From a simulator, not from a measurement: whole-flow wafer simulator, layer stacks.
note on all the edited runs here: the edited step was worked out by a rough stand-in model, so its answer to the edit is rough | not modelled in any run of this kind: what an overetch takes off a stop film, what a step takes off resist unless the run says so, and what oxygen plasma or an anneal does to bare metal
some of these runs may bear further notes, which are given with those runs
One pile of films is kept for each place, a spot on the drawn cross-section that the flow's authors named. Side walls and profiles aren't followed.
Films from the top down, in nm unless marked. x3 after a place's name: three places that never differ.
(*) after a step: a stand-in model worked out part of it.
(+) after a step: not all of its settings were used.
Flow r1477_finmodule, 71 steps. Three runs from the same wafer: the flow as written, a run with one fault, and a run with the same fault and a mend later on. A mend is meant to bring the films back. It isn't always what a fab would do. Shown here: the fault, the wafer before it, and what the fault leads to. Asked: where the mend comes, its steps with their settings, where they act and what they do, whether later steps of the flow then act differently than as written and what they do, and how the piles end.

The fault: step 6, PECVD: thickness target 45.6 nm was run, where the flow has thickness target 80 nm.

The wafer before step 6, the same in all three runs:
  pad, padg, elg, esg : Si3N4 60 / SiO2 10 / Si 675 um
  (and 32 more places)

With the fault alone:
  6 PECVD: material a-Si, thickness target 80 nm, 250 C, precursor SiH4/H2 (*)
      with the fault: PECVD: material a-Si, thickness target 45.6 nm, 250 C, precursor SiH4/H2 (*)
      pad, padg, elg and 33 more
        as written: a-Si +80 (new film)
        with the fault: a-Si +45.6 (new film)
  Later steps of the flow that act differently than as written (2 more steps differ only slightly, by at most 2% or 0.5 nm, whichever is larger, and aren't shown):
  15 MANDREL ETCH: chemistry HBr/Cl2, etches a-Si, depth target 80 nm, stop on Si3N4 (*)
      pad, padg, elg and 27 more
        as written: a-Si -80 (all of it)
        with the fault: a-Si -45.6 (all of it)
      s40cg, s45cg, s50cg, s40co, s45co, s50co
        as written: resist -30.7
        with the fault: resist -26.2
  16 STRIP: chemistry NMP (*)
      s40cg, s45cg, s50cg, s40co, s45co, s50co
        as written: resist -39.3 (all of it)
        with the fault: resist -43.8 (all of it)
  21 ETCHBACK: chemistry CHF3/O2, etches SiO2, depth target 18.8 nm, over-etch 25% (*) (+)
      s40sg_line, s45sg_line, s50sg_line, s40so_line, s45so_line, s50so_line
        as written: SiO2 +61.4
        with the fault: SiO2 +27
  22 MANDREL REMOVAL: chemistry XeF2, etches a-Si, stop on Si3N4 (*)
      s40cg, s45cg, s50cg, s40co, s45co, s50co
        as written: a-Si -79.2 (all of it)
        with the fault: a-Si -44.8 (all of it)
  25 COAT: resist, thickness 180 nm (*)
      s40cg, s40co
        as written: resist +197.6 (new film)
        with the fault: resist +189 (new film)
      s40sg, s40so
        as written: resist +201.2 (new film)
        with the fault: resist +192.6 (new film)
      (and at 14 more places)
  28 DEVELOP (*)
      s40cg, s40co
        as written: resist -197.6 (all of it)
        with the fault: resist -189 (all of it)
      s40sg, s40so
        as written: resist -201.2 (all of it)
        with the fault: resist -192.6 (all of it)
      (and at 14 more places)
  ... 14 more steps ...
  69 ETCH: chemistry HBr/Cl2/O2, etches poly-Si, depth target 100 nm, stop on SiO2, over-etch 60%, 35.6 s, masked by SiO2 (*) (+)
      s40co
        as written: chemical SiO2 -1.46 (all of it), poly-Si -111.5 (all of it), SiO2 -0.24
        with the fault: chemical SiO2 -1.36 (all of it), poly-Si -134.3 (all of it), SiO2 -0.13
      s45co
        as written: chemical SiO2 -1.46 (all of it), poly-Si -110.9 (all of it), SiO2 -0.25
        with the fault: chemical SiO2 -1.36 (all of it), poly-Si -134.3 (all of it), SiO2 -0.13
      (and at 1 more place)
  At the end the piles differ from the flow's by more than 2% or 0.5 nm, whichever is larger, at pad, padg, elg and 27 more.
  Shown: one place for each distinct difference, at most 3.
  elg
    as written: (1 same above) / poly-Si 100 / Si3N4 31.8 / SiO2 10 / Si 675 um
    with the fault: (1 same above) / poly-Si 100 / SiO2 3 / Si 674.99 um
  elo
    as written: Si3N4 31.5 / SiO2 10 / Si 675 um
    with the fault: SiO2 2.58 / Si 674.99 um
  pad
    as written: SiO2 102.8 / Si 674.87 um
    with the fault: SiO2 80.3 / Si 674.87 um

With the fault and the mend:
  The mend comes after step 7.
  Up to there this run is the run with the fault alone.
  7a PECVD: material a-Si, thickness target 34.4 nm, 250 C, precursor SiH4/H2 (*) (the flow's step 6 once more, with other settings)
      pad, padg, elg and 33 more
        a-Si +34.4
  No later step of the flow acts differently than as written at any place that is followed.
  At the end the piles are the same as the flow's at every place that both follow.
